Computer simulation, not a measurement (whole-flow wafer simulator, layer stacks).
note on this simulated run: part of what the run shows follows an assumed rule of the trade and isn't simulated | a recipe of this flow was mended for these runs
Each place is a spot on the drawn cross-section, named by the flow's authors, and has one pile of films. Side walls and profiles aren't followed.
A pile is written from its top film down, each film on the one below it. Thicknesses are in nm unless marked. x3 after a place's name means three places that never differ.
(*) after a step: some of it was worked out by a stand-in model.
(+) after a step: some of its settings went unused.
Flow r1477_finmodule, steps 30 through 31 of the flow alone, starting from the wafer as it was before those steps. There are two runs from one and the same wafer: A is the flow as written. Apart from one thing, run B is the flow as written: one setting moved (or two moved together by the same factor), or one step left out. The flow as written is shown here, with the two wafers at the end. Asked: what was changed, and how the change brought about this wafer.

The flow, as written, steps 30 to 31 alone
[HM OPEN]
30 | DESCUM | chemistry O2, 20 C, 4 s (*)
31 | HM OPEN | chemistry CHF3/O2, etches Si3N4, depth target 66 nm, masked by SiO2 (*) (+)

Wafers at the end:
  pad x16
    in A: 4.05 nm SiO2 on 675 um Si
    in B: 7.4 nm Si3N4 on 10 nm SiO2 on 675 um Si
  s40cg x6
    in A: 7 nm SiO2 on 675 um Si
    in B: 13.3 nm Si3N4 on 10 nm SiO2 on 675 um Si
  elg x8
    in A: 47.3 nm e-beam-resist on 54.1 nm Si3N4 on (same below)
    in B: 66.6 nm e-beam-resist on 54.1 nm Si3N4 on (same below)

What caused this: step 31, HM OPEN: depth target 46.7 nm was run, though the flow has depth target 66 nm.

The path from the change to this, step by step:
  31 | HM OPEN | chemistry CHF3/O2, etches Si3N4, depth target 66 nm, masked by SiO2 (*) (+)
      pad x16: A Si3N4 loses 54.1 (all of it), SiO2 loses 5.95 | B Si3N4 loses 46.7
      s40cg x6: A Si3N4 loses 60 (all of it), SiO2 loses 3 | B Si3N4 loses 46.7
      (and at 14 other places as well)
